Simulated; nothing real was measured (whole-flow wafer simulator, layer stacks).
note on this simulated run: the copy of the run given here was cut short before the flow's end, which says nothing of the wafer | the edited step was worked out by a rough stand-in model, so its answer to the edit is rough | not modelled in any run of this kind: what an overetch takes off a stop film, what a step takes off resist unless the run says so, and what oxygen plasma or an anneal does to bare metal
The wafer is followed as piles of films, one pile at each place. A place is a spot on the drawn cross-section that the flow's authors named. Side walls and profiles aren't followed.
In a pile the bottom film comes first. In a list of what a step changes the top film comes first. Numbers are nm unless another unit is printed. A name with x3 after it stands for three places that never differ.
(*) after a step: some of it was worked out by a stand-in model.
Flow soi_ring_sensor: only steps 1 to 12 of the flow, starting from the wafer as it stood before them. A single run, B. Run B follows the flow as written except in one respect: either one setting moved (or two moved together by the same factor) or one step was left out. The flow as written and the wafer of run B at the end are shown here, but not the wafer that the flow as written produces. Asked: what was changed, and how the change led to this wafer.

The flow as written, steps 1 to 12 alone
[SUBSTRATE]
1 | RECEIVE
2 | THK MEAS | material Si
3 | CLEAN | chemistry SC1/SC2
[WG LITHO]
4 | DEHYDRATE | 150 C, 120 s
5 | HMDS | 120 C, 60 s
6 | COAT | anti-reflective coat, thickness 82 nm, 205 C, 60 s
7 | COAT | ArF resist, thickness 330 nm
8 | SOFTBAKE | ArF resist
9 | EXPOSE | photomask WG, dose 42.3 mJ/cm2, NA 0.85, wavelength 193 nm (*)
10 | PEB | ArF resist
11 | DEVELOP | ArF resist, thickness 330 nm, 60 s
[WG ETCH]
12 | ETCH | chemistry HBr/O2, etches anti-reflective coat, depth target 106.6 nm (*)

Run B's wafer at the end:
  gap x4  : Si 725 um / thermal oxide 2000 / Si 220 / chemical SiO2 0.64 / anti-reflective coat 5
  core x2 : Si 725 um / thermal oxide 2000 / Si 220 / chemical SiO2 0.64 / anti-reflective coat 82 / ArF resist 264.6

Cause: step 12, ETCH: depth target 77 nm was run, whereas the flow has depth target 106.6 nm.

Step by step, how the change led to this:
  12 | ETCH | chemistry HBr/O2, etches anti-reflective coat, depth target 106.6 nm (*)
      gap x4: -77 anti-reflective coat (in the flow as written it would be: -82 anti-reflective coat (all of it), -0.64 chemical SiO2 (all of it))
      core x2: -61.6 ArF resist (in the flow as written it would be: -85.3 ArF resist)
